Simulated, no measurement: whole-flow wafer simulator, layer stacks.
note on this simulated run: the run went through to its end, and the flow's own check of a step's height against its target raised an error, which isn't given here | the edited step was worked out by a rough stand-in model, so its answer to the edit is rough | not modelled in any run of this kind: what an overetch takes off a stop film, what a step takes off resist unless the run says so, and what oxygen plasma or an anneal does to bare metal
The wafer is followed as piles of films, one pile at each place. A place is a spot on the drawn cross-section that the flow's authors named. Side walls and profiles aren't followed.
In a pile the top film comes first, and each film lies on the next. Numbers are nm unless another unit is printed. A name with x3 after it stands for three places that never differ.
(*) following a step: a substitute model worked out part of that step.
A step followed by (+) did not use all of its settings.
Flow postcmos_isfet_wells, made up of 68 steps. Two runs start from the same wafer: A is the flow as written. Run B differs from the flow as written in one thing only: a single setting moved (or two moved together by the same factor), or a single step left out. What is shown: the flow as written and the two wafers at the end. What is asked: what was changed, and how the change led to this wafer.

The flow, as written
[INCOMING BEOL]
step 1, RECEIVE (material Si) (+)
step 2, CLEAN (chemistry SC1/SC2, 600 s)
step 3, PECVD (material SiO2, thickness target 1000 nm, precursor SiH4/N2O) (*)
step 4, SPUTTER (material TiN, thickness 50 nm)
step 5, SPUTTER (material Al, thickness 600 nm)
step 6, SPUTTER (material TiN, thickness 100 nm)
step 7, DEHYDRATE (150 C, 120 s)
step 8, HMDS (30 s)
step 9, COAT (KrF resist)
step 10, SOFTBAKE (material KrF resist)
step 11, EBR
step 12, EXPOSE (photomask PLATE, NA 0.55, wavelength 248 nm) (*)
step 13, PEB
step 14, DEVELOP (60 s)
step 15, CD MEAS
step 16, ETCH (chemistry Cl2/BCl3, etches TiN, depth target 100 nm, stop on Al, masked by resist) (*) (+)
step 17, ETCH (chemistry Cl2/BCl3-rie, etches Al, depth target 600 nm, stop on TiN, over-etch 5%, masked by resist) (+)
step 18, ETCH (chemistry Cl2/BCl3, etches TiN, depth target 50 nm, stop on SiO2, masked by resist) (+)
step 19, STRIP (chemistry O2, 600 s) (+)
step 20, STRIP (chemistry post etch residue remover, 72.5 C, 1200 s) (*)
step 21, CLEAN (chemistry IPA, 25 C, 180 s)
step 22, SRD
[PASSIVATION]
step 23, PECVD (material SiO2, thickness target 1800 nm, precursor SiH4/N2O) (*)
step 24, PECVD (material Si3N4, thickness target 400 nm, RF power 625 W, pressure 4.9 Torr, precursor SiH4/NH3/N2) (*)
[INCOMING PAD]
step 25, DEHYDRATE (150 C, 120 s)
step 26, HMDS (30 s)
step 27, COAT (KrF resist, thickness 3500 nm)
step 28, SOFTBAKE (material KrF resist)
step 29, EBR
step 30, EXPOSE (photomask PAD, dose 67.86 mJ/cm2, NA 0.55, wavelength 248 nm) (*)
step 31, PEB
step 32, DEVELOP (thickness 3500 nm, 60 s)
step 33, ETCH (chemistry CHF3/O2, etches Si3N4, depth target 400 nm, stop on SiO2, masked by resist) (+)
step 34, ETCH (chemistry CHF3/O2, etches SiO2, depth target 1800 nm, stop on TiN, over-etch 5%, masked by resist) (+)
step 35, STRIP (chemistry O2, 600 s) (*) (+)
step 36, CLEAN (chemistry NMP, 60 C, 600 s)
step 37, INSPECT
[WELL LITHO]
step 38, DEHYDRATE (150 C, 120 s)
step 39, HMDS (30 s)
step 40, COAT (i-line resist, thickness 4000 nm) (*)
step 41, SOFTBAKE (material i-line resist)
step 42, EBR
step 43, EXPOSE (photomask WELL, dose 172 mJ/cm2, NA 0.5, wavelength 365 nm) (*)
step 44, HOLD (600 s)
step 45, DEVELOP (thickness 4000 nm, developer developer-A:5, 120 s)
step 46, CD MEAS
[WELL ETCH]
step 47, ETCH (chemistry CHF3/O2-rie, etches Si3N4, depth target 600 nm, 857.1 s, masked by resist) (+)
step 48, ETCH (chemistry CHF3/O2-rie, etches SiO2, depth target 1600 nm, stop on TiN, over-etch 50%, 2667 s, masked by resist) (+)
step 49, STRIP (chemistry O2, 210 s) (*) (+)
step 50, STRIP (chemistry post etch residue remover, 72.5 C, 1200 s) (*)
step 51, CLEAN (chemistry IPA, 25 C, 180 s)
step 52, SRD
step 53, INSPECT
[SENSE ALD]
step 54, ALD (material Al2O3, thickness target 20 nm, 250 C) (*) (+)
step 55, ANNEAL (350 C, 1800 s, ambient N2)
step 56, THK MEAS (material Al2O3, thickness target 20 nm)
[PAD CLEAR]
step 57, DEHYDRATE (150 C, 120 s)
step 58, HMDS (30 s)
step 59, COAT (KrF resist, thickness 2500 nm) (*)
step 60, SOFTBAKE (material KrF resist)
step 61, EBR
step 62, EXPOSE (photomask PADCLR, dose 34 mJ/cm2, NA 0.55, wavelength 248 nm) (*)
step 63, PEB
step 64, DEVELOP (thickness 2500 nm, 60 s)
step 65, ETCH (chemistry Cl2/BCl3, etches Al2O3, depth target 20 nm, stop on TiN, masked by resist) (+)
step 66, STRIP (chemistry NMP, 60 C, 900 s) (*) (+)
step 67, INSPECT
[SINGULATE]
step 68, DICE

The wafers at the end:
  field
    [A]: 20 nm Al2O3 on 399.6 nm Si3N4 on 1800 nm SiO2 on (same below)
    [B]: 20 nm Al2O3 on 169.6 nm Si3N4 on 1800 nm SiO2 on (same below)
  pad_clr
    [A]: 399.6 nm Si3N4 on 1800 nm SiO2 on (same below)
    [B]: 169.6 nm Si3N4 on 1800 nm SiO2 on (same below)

Cause: step 24, PECVD: thickness target 170 nm was run, whereas the flow has thickness target 400 nm.

How this came from the change, step by step:
  step 24, PECVD (material Si3N4, thickness target 400 nm, RF power 625 W, pressure 4.9 Torr, precursor SiH4/NH3/N2) (*)
      field, margin, well900, well1300 x3, pad_rim, pad_clr, pad_open: A +400 Si3N4 (new film) | B +170 Si3N4 (new film)
  step 33, ETCH (chemistry CHF3/O2, etches Si3N4, depth target 400 nm, stop on SiO2, masked by resist) (+)
      field, margin, well900, well1300 x3, pad_rim, pad_clr: A -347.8 KrF resist | B -221.7 KrF resist
      pad_open: A -400 Si3N4 (all of it) | B -170 Si3N4 (all of it)
  step 35, STRIP (chemistry O2, 600 s) (*) (+)
      field, margin, well900, well1300 x3, pad_rim, pad_clr: A -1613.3 KrF resist (all of it) | B -1739.4 KrF resist (all of it)
  step 40, COAT (i-line resist, thickness 4000 nm) (*)
      pad_clr: A +3256.8 i-line resist (new film) | B +3328.8 i-line resist (new film)
  step 41, SOFTBAKE (material i-line resist)
      pad_clr: A -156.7 i-line resist | B -133.9 i-line resist
      pad_open: A +115.3 i-line resist | B +105 i-line resist
  step 47, ETCH (chemistry CHF3/O2-rie, etches Si3N4, depth target 600 nm, 857.1 s, masked by resist) (+)
      well900, well1300 x3: A -400 Si3N4 (all of it), -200 SiO2 | B -170 Si3N4 (all of it), -430 SiO2
  step 48, ETCH (chemistry CHF3/O2-rie, etches SiO2, depth target 1600 nm, stop on TiN, over-etch 50%, 2667 s, masked by resist) (+)
      well900, well1300 x3: A -1600 SiO2 (all of it) | B -1370 SiO2 (all of it)
  step 49, STRIP (chemistry O2, 210 s) (*) (+)
      pad_clr: A -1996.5 i-line resist (all of it) | B -2091.2 i-line resist (all of it)
      pad_open: A -3816.3 i-line resist (all of it) | B -3723.5 i-line resist (all of it)
  step 59, COAT (KrF resist, thickness 2500 nm) (*)
      field: A +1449 KrF resist (new film) | B +1558.9 KrF resist (new film)
      margin: A +1448.9 KrF resist (new film) | B +1558.8 KrF resist (new film)
      (and at 2 other places as well)
  step 63, PEB
      field, margin: A -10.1 KrF resist | B -10.9 KrF resist
      pad_clr: A -11.8 KrF resist | B -12.4 KrF resist
  step 64, DEVELOP (thickness 2500 nm, 60 s)
      pad_clr: A -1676 KrF resist (all of it) | B -1753 KrF resist (all of it)
  step 66, STRIP (chemistry NMP, 60 C, 900 s) (*) (+)
      field, margin: A -1400.1 KrF resist (all of it) | B -1509.2 KrF resist (all of it)
      pad_rim: A -1923.7 KrF resist (all of it) | B -1975 KrF resist (all of it)
